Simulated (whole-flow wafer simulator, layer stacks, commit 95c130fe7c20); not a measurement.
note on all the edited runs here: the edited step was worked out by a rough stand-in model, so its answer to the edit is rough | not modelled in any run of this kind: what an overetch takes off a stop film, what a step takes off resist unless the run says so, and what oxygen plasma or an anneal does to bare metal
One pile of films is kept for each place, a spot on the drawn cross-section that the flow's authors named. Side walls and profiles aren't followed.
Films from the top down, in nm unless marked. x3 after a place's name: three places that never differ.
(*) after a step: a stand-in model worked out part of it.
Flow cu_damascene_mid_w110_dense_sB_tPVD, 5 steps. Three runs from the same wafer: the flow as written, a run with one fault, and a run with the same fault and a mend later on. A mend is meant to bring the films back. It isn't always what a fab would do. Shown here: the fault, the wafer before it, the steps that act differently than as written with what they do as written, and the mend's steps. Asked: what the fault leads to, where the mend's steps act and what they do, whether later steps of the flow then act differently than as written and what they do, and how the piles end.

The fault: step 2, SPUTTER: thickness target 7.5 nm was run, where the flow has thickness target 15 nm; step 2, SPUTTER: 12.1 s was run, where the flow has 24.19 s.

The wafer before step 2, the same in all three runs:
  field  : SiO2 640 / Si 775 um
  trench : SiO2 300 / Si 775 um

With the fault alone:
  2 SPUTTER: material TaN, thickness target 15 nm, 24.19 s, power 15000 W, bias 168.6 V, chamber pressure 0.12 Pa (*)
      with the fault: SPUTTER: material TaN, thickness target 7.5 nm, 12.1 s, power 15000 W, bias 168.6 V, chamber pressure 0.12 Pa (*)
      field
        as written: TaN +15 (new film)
        with the fault: TaN +7.5 (new film)
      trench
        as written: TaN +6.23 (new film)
        with the fault: TaN +3.12 (new film)
  No later step of the flow acts differently than as written, at any place that is followed, by more than 2% or 0.5 nm, whichever is larger.
  At the end the piles differ from the flow's by more than 2% or 0.5 nm, whichever is larger, at field, trench.
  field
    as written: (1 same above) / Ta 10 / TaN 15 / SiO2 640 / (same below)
    with the fault: (1 same above) / Ta 10 / TaN 7.5 / SiO2 640 / (same below)
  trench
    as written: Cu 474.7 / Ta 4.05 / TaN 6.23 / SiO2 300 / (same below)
    with the fault: Cu 470.2 / Ta 4.14 / TaN 3.12 / SiO2 300 / (same below)

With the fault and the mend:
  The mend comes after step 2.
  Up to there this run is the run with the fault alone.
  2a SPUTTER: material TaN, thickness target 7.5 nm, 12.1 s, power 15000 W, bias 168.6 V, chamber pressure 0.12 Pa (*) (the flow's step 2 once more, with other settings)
      field
        TaN +7.5
      trench
        TaN +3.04
  No later step of the flow acts differently than as written, at any place that is followed, by more than 2% or 0.5 nm, whichever is larger.
  At the end the piles differ from the flow's only slightly at the places that both follow, by at most 2% or 0.5 nm, whichever is larger.
